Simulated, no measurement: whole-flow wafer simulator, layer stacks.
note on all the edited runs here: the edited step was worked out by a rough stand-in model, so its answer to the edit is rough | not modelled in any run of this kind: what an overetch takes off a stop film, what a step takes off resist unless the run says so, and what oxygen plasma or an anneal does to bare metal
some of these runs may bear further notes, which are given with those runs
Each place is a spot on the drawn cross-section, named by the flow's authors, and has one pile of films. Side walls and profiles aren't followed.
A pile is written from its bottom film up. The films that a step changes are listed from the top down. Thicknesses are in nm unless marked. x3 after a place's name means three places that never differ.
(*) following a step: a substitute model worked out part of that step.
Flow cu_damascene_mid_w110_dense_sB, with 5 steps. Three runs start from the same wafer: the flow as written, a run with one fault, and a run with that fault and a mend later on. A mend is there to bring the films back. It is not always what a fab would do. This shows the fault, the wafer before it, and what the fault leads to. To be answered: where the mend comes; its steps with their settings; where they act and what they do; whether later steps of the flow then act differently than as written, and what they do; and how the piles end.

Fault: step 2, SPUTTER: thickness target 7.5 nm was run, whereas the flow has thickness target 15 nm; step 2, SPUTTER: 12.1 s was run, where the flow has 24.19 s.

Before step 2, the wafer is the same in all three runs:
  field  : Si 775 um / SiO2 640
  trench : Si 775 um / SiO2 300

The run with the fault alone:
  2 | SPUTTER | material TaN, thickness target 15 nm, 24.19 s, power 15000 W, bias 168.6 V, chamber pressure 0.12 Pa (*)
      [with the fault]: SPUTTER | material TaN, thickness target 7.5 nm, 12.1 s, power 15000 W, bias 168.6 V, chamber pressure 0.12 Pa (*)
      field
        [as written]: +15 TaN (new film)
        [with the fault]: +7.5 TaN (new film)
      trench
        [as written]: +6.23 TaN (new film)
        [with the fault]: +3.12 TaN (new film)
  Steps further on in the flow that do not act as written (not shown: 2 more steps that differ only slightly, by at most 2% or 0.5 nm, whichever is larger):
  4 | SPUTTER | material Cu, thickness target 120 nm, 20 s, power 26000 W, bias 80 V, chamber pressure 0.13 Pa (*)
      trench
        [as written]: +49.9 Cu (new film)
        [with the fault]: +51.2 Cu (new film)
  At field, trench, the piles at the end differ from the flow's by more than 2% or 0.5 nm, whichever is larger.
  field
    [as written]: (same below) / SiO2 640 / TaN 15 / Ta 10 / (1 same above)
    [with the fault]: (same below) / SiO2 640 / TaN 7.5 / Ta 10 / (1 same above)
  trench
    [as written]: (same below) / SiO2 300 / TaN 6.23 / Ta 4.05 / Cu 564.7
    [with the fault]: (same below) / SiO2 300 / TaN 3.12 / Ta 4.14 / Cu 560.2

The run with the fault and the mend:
  The mend follows step 2.
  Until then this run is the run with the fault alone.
  2a | SPUTTER | material TaN, thickness target 7.5 nm, 12.1 s, power 15000 W, bias 168.6 V, chamber pressure 0.12 Pa (*) (a further turn of the flow's step 2, with different settings)
      field
        +7.5 TaN
      trench
        +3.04 TaN
  None of the later steps of the flow differs from how it acts as written, at any place that is followed, by more than 2% or 0.5 nm, whichever is larger.
  When the end is reached, the piles differ only a little from the flow's at the places that both follow, at most by 2% or 0.5 nm, whichever is larger.
